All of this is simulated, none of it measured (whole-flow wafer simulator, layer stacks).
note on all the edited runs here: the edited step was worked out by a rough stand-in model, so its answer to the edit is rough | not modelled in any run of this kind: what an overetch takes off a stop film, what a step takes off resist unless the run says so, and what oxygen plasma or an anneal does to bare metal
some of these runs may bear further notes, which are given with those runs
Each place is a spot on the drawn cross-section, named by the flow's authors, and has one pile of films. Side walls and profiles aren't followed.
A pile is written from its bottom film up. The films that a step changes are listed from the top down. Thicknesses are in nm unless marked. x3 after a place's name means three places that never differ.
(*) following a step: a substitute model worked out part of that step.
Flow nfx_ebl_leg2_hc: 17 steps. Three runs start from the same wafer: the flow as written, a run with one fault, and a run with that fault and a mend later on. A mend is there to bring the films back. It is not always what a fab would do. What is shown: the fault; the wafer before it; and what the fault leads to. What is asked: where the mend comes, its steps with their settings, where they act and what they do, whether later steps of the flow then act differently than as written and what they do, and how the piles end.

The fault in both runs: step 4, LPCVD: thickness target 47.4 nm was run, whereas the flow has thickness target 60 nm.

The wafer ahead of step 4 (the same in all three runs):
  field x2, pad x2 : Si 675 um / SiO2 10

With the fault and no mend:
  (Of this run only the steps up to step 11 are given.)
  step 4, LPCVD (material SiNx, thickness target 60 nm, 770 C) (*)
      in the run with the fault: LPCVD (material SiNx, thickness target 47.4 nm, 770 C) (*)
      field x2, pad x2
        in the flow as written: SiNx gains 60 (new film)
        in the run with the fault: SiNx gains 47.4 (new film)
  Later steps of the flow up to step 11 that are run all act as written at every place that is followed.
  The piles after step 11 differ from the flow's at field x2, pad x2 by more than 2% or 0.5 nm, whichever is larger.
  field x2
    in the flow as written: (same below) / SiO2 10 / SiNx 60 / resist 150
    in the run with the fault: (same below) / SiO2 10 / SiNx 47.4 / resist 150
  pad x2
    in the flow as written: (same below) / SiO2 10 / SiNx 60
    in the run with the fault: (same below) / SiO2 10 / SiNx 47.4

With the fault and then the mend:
  The mend stands after step 11.
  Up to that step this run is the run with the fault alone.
  step 11a, STRIP (resist, chemistry O2, 25 C) (*)
      field x2
        resist loses 150 (all of it)
  step 11b, CLEAN (chemistry SC1/SC2) (*) (a further turn of the flow's step 2)
      does not change any film at any place that is followed
  step 11c, LPCVD (material SiNx, thickness target 12.6 nm, 770 C) (*) (a further turn of the flow's step 4, with different settings)
      field x2, pad x2
        SiNx gains 12.6
  step 11d, DEHYDRATE (180 C, 120 s) (a further turn of the flow's step 6)
      does not change any film at any place that is followed
  step 11e, COAT (resist, thickness 150 nm) (a further turn of the flow's step 7)
      field x2, pad x2
        resist gains 150 (new film)
  step 11f, SOFTBAKE (resist, 150 C, 60 s) (a further turn of the flow's step 8)
      does not change any film at any place that is followed
  step 11g, EXPOSE (PMMA, thickness 150 nm, photomask GRATING) (*) (a further turn of the flow's step 9)
      does not change any film at any place that is followed
  step 11h, DEVELOP (resist, thickness 150 nm, developer developer-C-546, 60 s) (*) (a further turn of the flow's step 10)
      pad x2
        resist loses 150 (all of it)
  Later steps of the flow that are run all act as written at every place that is followed.
  The piles end the same as the flow's at every place that both follow.
